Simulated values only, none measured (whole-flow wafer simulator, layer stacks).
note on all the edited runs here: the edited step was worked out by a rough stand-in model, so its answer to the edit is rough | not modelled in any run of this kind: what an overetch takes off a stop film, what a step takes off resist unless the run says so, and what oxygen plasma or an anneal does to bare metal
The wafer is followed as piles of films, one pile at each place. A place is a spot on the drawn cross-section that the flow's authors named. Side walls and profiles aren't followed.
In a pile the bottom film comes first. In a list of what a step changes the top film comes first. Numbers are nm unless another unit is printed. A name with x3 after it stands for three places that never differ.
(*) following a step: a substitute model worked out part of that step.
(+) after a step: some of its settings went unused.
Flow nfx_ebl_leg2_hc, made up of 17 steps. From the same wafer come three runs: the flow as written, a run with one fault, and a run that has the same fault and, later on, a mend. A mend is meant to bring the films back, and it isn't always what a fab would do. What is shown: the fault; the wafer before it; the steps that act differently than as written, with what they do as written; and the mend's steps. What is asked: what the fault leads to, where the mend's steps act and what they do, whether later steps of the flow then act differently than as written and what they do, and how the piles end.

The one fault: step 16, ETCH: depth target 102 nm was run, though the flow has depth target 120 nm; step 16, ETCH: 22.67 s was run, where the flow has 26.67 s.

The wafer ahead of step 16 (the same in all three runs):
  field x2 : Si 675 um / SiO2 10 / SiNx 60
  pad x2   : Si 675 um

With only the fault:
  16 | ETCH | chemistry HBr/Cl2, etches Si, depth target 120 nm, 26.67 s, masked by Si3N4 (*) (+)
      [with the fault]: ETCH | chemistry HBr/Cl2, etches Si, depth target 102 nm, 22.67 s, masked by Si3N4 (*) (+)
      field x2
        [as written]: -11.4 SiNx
        [with the fault]: -9.71 SiNx
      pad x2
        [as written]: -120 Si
        [with the fault]: -102 Si
  None of the later steps of the flow acts differently than as written at any place that is followed.
  The piles end different from the flow's at field x2 by more than 2% or 0.5 nm, whichever is larger.
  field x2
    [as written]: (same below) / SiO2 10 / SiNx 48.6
    [with the fault]: (same below) / SiO2 10 / SiNx 50.3

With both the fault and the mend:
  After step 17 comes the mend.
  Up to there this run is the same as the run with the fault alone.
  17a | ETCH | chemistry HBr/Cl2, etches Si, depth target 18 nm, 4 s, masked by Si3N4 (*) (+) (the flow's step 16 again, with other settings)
      field x2
        -1.71 SiNx
      pad x2
        -18 Si
  None of the later steps of the flow acts differently than as written at any place that is followed.
  The piles end the same as the flow's at every place that both follow.
